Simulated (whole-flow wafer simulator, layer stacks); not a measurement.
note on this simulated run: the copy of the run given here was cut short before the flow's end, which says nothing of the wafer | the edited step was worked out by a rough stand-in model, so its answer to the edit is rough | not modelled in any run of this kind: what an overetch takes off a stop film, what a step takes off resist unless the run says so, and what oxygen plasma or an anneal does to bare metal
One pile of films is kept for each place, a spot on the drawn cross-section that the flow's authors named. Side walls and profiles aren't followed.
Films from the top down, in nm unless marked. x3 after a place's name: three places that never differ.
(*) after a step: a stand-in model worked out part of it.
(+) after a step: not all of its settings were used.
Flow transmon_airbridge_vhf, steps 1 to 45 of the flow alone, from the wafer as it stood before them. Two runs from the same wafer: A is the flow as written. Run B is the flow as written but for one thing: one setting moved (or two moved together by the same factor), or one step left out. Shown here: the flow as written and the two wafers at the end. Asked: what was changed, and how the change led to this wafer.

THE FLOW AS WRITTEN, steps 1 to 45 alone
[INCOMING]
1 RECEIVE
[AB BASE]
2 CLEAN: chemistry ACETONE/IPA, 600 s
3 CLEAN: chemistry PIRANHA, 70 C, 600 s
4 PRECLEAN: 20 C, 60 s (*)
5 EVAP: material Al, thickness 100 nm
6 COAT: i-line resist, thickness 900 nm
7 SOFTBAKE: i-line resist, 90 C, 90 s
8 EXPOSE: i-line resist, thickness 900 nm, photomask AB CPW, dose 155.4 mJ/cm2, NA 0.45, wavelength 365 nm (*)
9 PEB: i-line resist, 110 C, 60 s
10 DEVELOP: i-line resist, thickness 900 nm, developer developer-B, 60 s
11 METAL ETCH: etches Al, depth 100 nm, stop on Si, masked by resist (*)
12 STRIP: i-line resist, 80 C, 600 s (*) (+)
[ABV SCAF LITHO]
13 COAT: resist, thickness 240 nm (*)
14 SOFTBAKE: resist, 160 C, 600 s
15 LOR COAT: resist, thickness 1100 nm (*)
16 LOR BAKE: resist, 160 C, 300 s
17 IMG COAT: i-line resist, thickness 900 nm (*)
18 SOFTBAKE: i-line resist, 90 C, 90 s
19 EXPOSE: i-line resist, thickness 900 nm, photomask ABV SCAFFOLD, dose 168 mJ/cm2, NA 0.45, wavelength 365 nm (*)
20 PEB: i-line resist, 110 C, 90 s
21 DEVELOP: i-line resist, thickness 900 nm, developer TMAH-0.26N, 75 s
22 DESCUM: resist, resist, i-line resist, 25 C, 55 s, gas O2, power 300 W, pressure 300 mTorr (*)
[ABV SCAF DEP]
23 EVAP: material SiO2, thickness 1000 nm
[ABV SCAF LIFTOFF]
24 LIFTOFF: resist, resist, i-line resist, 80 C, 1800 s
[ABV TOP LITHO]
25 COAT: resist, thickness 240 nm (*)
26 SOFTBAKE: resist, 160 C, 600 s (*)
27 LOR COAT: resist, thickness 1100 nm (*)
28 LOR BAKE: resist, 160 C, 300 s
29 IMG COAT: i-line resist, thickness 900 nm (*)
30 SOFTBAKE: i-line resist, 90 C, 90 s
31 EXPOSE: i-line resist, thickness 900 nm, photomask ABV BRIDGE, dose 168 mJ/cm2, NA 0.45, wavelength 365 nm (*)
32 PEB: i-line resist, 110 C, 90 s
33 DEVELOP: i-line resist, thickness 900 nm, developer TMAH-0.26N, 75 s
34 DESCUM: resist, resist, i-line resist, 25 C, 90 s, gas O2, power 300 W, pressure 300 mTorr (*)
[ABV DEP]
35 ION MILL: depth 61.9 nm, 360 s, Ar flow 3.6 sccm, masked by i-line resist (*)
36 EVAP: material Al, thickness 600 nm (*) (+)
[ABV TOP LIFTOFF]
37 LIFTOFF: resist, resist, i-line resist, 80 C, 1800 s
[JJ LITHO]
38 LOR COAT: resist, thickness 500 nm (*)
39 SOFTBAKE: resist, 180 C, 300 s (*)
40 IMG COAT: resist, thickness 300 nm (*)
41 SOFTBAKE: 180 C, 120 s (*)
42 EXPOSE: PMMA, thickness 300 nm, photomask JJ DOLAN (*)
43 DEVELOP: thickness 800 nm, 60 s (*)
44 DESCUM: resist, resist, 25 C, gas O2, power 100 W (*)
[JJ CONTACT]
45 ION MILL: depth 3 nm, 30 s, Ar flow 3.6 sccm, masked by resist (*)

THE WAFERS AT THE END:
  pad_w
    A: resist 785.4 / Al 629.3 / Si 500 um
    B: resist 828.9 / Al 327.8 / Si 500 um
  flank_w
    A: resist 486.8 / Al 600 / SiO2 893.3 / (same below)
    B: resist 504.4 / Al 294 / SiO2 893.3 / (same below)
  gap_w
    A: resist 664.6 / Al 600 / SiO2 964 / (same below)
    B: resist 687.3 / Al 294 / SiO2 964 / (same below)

The cause: step 36, EVAP: thickness 294 nm was run, where the flow has thickness 600 nm.
It can be read off the wafer: flank_w has Al 294, and step 36 as written asks for 600 nm.

How the change led to this, step by step:
  36 EVAP: material Al, thickness 600 nm (*) (+)
      field x3, jj_line, ground_far and 10 more: A Al +600 (new film) | B Al +294 (new film)
      pad_w, pad_e: A Al +591.2 | B Al +289.7
  37 LIFTOFF: resist, resist, i-line resist, 80 C, 1800 s
      field x3, jj_line, trace_open_s x2: A Al -600 (all of it), i-line resist -600 (all of it), resist -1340 (all of it) | B Al -294 (all of it), i-line resist -600 (all of it), resist -1340 (all of it)
      margin_s, margin_n: A Al -600 (all of it), i-line resist -318.3 (all of it), resist -992 (all of it) | B Al -294 (all of it), i-line resist -318.3 (all of it), resist -992 (all of it)
      (and at 1 more place)
  38 LOR COAT: resist, thickness 500 nm (*)
      pad_w, pad_e: A resist +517 (new film) | B resist +545.9 (new film)
      flank_w, flank_e: A resist +306.5 (new film) | B resist +313.7 (new film)
      (and at 6 more places)
  40 IMG COAT: resist, thickness 300 nm (*)
      pad_w, pad_e: A resist +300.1 | B resist +314.8
      flank_w, flank_e: A resist +212.1 | B resist +222.5
      (and at 6 more places)
